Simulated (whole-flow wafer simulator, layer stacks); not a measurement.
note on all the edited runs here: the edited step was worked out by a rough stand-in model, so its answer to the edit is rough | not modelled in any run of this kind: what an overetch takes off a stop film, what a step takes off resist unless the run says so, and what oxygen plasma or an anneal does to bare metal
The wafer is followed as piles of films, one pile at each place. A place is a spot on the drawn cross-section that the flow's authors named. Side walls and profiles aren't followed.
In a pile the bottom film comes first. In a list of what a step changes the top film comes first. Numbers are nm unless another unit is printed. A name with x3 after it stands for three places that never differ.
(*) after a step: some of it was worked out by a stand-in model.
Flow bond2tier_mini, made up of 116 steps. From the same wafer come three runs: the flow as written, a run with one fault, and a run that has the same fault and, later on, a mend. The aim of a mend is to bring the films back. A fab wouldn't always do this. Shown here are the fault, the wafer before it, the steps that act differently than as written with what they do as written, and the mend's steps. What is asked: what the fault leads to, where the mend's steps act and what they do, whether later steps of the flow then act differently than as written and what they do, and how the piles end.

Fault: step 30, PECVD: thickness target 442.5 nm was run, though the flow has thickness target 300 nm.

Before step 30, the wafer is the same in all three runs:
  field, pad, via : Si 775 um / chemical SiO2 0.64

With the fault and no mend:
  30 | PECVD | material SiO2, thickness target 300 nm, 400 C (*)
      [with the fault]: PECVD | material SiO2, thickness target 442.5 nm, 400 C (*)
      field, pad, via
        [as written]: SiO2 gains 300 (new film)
        [with the fault]: SiO2 gains 442.5 (new film)
  Later steps of the flow that are run all act as written at every place that is followed.
  At field, pad, the piles at the end differ from the flow's by more than 2% or 0.5 nm, whichever is larger.
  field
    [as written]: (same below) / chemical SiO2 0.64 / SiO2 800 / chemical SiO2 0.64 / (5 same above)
    [with the fault]: (same below) / chemical SiO2 0.64 / SiO2 942.5 / chemical SiO2 0.64 / (5 same above)
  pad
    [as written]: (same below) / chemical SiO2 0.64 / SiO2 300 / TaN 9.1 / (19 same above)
    [with the fault]: (same below) / chemical SiO2 0.64 / SiO2 442.5 / TaN 9.1 / (19 same above)

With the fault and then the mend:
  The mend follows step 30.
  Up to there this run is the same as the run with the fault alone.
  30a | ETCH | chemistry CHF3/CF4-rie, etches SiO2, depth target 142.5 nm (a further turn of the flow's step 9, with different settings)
      field, pad, via
        SiO2 loses 142.5
  Later steps of the flow that are run all act as written at every place that is followed.
  By the end, the piles equal the flow's at every place that both follow.
